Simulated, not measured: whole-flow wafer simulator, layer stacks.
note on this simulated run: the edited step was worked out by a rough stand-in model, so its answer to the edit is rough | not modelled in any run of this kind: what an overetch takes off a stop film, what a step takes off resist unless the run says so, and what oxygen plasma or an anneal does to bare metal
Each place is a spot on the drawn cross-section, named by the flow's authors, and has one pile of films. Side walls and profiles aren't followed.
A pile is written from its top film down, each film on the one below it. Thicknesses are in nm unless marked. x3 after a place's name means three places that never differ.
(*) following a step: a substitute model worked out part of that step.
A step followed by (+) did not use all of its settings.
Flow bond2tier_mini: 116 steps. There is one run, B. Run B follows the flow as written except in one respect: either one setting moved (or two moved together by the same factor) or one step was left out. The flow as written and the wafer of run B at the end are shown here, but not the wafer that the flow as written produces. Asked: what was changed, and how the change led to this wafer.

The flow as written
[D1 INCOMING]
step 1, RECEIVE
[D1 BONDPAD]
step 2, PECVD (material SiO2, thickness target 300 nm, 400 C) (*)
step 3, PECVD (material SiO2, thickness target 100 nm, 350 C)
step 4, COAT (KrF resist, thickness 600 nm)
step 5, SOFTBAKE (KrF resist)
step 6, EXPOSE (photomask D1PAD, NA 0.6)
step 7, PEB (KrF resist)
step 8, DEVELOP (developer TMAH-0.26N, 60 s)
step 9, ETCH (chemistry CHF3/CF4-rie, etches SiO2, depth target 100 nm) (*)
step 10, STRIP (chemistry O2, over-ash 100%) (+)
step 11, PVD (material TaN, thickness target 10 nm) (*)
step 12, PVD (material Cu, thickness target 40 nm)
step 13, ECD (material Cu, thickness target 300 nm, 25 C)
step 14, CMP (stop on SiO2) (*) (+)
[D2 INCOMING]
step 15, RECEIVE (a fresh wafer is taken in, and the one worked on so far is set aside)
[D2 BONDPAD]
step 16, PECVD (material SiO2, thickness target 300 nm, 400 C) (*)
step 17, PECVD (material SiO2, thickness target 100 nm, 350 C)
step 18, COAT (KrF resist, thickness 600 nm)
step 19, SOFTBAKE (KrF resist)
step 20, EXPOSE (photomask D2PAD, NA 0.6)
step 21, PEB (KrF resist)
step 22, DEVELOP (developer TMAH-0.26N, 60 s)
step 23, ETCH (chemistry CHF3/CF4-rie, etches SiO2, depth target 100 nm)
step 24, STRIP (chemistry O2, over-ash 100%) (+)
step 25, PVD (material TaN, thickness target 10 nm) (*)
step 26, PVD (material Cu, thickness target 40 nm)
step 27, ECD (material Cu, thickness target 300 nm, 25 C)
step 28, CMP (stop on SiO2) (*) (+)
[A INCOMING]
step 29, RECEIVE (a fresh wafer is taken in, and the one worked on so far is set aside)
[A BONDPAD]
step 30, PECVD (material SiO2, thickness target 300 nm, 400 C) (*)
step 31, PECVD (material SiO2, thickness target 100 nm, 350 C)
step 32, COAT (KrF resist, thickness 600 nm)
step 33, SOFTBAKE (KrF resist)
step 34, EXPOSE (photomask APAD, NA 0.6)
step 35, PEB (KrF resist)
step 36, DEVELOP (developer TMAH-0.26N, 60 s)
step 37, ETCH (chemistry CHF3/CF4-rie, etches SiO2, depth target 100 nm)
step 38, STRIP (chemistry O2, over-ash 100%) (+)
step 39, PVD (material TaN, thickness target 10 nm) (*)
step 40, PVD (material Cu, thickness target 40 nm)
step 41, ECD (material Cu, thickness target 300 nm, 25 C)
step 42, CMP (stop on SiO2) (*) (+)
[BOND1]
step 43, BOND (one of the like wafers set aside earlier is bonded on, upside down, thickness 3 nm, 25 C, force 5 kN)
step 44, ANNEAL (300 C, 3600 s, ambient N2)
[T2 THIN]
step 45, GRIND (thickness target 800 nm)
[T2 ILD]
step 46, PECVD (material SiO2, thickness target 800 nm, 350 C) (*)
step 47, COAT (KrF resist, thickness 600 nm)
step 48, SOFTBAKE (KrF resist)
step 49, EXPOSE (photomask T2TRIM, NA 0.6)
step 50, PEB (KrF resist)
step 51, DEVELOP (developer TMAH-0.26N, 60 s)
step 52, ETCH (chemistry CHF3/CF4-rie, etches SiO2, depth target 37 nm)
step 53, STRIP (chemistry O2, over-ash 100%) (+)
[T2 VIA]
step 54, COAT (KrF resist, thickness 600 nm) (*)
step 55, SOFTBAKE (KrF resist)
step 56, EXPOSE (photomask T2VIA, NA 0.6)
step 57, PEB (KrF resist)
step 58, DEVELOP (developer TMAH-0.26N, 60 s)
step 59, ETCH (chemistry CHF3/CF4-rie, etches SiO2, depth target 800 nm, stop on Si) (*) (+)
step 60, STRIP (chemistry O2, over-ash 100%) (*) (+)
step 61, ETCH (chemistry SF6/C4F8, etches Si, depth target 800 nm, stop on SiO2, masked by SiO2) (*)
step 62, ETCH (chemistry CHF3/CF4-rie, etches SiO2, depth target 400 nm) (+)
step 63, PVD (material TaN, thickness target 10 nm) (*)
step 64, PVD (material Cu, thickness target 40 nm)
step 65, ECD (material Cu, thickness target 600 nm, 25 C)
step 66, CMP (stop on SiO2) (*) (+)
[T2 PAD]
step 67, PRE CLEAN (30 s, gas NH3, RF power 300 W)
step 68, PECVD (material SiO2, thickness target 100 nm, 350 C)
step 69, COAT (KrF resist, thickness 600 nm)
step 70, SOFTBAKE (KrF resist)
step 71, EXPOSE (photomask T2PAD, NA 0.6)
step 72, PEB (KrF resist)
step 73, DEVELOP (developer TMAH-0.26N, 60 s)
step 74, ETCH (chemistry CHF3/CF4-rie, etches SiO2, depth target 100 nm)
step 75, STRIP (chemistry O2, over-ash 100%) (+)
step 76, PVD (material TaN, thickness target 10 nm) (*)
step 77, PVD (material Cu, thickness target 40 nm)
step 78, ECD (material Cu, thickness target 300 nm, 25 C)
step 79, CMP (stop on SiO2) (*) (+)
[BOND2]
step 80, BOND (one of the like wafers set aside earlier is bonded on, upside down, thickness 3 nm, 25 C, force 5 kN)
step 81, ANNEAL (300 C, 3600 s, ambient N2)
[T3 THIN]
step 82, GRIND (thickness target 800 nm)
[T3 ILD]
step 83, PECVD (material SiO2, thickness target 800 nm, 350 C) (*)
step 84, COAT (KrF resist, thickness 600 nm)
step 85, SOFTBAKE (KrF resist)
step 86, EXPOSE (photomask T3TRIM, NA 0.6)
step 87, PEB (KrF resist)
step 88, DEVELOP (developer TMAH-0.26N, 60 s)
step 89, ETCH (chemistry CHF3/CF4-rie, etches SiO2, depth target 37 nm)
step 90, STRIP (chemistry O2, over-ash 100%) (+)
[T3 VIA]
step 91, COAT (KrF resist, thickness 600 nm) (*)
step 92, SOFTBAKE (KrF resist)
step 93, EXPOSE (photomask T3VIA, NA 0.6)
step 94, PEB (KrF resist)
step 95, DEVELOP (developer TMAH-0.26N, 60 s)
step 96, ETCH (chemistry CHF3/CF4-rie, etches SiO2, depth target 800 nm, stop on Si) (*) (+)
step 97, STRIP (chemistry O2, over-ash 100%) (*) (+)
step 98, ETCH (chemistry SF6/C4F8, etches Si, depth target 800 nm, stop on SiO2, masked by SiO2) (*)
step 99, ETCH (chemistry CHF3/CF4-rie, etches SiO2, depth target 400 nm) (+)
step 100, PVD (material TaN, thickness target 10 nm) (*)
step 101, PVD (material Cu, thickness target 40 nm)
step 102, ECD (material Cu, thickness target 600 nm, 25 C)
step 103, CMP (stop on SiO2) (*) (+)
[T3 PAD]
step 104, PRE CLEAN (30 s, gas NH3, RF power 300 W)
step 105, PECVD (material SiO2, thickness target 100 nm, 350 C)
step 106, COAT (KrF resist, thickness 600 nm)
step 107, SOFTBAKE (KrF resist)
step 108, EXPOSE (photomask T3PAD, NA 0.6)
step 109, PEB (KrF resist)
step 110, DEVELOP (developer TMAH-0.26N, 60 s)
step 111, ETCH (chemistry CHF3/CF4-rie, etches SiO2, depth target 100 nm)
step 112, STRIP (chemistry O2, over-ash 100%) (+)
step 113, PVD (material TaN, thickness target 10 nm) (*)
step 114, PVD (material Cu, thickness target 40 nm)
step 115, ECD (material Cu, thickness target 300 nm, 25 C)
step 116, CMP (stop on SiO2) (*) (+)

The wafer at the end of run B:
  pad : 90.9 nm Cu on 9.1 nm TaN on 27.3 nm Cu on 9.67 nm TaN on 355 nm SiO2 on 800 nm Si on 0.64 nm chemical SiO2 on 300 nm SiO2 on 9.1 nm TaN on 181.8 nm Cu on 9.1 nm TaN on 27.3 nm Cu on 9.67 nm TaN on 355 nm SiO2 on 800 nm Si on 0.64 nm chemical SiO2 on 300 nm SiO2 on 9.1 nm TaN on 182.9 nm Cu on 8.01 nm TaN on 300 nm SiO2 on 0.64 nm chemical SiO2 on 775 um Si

Cause: step 39, PVD: thickness target 8.8 nm was run, whereas the flow has thickness target 10 nm.

How this came from the change, step by step:
  step 39, PVD (material TaN, thickness target 10 nm) (*)
      field: TaN gains 8.8 (new film) (in the flow as written it would be: TaN gains 10 (new film))
      pad: TaN gains 8.01 (new film) (in the flow as written it would be: TaN gains 9.1 (new film))
      (as well as at 1 more place)
  step 42, CMP (stop on SiO2) (*) (+)
      field: Cu loses 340 (all of it), TaN loses 8.8 (all of it) (in the flow as written it would be: Cu loses 340 (all of it), TaN loses 10 (all of it))
